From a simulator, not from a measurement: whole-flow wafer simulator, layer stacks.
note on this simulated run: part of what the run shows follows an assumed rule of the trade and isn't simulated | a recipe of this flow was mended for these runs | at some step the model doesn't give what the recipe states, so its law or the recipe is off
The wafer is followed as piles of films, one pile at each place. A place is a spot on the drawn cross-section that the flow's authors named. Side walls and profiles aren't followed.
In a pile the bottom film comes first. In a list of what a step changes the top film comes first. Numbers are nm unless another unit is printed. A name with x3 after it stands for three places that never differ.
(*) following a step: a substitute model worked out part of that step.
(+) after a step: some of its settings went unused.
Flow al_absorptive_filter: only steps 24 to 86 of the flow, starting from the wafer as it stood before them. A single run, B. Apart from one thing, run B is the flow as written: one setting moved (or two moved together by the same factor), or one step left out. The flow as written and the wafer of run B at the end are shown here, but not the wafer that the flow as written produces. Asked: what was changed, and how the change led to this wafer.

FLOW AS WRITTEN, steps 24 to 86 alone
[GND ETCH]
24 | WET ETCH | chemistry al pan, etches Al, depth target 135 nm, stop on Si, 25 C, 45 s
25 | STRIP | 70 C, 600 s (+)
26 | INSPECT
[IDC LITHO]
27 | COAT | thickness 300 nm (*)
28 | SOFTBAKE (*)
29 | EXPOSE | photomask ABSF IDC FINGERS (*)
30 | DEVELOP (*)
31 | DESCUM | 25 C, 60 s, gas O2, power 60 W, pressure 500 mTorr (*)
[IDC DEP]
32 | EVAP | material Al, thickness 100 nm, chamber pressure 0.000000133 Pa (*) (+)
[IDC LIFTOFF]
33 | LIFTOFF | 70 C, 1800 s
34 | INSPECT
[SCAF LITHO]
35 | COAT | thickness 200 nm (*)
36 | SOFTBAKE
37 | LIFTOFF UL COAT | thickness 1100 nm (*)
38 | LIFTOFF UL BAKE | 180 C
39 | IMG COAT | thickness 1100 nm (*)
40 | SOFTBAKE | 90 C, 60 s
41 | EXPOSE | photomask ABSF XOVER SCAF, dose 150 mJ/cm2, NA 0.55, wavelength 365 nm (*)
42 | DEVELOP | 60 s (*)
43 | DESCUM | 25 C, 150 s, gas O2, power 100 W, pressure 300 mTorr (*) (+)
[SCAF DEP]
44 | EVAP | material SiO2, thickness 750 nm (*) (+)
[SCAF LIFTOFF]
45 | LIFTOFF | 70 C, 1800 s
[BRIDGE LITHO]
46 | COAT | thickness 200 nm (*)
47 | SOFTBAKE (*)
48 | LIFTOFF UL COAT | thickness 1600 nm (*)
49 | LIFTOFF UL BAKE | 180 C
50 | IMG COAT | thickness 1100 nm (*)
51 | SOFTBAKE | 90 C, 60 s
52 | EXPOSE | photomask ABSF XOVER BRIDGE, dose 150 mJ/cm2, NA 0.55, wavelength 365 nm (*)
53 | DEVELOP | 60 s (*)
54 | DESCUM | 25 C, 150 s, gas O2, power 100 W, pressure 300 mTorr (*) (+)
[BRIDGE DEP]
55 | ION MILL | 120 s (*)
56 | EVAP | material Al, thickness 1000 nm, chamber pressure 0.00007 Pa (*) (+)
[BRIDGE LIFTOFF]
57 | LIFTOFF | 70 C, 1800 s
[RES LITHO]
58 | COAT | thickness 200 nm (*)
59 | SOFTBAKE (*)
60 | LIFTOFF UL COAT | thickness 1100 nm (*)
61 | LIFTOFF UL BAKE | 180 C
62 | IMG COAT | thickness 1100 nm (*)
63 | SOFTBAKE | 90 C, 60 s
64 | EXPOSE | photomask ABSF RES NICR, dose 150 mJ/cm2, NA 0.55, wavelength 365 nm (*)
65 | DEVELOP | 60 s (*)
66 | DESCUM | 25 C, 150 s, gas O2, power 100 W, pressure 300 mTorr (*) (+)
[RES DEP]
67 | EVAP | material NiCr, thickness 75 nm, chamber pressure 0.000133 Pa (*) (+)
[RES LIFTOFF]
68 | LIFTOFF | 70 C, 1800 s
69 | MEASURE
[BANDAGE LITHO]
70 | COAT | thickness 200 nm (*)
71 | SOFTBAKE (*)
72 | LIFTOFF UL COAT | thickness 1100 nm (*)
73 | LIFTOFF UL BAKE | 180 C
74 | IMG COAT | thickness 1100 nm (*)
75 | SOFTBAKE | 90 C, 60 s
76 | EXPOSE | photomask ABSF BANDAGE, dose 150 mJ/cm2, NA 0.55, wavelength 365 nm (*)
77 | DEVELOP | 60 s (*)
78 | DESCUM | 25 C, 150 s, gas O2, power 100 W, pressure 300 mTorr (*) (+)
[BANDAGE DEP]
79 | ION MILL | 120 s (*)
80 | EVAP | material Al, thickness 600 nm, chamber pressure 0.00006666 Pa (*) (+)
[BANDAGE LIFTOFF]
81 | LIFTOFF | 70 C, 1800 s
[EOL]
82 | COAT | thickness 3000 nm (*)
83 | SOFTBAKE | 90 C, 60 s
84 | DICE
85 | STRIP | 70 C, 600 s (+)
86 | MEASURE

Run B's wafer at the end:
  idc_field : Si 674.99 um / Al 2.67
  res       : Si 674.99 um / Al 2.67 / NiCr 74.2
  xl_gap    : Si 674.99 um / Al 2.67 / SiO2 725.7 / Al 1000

The reason: step 24, WET ETCH: depth target 84 nm was run, whereas the flow has depth target 135 nm; step 24, WET ETCH: 28 s was run, where the flow has 45 s.

The path from the change to this, step by step:
  24 | WET ETCH | chemistry al pan, etches Al, depth target 135 nm, stop on Si, 25 C, 45 s
      res, xl_gap, idc_field, idc_line, idc_space: -84 Al (in the flow as written it would be: -86.7 Al (all of it))
  31 | DESCUM | 25 C, 60 s, gas O2, power 60 W, pressure 500 mTorr (*)
      idc_line: nothing (in the flow as written it would be: +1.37 chemical SiO2 (new film), -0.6 Si)
  32 | EVAP | material Al, thickness 100 nm, chamber pressure 0.000000133 Pa (*) (+)
      idc_line: +100 Al (in the flow as written it would be: +100 Al (new film))
If metal films that touch count as one body, idc_field has 1 body; the flow as written gives 0 bodies.
If metal films that touch count as one body, res has 1 body; the flow as written gives 0 bodies.
If metal films that touch count as one body, xl_gap has 2 bodies (between them, from the top down: SiO2 725.7); the flow as written gives 1 body.
